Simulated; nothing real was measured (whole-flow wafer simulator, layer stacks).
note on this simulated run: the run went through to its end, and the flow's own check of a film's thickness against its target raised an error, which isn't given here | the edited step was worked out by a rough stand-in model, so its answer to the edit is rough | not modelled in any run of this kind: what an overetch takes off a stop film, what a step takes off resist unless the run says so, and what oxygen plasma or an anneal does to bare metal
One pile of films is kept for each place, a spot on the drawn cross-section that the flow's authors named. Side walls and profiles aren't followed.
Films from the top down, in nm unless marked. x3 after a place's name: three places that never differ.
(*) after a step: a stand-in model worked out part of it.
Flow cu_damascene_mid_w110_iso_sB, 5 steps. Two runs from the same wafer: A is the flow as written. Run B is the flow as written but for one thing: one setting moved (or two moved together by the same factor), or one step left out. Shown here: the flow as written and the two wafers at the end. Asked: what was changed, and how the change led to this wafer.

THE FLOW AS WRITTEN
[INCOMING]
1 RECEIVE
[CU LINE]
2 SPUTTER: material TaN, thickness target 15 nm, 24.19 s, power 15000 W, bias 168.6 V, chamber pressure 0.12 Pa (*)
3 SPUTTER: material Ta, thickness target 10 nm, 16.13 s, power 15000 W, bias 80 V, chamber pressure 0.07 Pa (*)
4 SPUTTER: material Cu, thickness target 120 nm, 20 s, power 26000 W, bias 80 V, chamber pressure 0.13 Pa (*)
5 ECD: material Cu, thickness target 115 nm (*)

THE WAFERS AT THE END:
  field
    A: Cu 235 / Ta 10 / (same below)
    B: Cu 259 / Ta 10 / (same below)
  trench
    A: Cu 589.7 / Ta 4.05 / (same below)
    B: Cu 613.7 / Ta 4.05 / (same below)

The cause: step 4, SPUTTER: thickness target 144 nm was run, where the flow has thickness target 120 nm; step 4, SPUTTER: 24 s was run, where the flow has 20 s.

How the change led to this, step by step:
  4 SPUTTER: material Cu, thickness target 120 nm, 20 s, power 26000 W, bias 80 V, chamber pressure 0.13 Pa (*)
      field: A Cu +120 (new film) | B Cu +144 (new film)
      trench: A Cu +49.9 (new film) | B Cu +59.9 (new film)
  5 ECD: material Cu, thickness target 115 nm (*)
      trench: A Cu +539.8 | B Cu +553.8
